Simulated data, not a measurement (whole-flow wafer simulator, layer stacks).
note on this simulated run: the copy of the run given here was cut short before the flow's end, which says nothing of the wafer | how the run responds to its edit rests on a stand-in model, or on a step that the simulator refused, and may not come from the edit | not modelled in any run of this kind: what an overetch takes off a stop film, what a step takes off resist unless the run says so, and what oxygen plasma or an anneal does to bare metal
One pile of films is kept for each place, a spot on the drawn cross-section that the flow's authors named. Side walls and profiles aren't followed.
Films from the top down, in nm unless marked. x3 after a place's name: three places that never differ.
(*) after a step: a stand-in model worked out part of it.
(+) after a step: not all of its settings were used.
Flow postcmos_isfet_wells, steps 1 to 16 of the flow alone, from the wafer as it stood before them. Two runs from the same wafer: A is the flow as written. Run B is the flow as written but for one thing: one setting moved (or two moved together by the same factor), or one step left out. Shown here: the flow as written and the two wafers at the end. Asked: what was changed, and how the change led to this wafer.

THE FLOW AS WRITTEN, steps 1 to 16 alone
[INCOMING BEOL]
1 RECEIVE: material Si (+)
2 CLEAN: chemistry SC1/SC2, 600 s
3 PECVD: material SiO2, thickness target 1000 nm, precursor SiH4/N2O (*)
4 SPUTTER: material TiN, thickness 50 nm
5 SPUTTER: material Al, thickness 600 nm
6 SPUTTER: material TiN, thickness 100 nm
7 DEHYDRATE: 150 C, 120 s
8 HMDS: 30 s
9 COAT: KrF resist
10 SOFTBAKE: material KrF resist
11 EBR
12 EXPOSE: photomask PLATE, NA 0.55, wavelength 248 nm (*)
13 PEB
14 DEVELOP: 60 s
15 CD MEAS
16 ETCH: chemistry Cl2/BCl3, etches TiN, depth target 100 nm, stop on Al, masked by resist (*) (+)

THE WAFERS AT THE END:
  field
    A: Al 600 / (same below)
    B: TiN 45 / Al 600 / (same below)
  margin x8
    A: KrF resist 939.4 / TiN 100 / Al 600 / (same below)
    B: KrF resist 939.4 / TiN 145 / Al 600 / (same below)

The cause: step 6, SPUTTER: thickness 145 nm was run, where the flow has thickness 100 nm.
It can be read off the wafer: margin x8 has TiN 145, and step 6 as written asks for 100 nm.

How the change led to this, step by step:
  6 SPUTTER: material TiN, thickness 100 nm
      field, margin x8: A TiN +100 (new film) | B TiN +145 (new film)
  16 ETCH: chemistry Cl2/BCl3, etches TiN, depth target 100 nm, stop on Al, masked by resist (*) (+)
      field: A TiN -100 (all of it) | B TiN -100
